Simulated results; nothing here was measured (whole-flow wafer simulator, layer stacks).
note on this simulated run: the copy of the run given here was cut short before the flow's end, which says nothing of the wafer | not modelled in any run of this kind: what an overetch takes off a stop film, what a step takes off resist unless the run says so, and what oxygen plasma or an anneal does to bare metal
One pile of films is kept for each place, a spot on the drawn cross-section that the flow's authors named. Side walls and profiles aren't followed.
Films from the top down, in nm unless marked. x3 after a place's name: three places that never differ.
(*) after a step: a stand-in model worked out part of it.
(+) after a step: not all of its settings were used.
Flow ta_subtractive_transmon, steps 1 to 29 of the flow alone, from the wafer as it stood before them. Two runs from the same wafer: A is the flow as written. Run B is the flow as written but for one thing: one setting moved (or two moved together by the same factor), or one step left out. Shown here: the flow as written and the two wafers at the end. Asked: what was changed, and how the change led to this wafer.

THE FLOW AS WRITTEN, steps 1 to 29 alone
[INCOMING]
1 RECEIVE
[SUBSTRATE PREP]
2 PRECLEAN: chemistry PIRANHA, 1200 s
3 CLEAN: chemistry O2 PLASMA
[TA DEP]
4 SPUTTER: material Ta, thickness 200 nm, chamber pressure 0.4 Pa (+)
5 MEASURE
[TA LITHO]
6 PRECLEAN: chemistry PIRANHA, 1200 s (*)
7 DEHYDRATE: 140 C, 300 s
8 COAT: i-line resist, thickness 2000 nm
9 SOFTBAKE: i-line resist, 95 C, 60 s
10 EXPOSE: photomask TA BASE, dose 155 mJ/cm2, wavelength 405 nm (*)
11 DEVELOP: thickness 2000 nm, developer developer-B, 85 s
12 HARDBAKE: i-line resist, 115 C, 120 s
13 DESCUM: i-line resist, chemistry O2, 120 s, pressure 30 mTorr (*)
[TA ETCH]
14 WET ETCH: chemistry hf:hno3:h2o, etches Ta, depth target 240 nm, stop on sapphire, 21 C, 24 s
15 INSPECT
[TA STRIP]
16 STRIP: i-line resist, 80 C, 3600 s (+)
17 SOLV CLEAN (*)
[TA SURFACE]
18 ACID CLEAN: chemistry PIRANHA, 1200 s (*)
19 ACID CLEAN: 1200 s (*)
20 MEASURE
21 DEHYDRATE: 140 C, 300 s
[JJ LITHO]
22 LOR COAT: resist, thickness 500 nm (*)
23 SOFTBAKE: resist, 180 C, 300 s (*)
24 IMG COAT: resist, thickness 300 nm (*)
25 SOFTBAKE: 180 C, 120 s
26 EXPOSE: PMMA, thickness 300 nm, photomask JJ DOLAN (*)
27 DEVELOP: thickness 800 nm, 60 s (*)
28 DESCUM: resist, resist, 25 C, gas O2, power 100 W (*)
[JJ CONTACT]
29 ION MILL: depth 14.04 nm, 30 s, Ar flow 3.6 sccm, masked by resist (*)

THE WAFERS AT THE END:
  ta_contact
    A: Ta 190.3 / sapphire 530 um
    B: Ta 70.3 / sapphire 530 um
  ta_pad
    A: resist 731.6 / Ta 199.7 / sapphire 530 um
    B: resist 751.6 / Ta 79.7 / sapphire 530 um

The cause: step 4, SPUTTER: thickness 80 nm was run, where the flow has thickness 200 nm.

How the change led to this, step by step:
  4 SPUTTER: material Ta, thickness 200 nm, chamber pressure 0.4 Pa (+)
      field x2, jj_line, lead, ta_contact, ta_pad: A Ta +200 (new film) | B Ta +80 (new film)
  14 WET ETCH: chemistry hf:hno3:h2o, etches Ta, depth target 240 nm, stop on sapphire, 21 C, 24 s
      field x2, jj_line, lead: A Ta -200 (all of it) | B Ta -80 (all of it)
  22 LOR COAT: resist, thickness 500 nm (*)
      lead: A resist +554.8 (new film) | B resist +522.9 (new film)
      ta_contact: A resist +443.8 (new film) | B resist +476.3 (new film)
  24 IMG COAT: resist, thickness 300 nm (*)
      lead: A resist +312.6 | B resist +305
      ta_contact: A resist +287.4 | B resist +295.1
      (and at 1 more place)
  27 DEVELOP: thickness 800 nm, 60 s (*)
      lead: A resist -867.4 (all of it) | B resist -827.8 (all of it)
      ta_contact: A resist -731.2 (all of it) | B resist -771.5 (all of it)
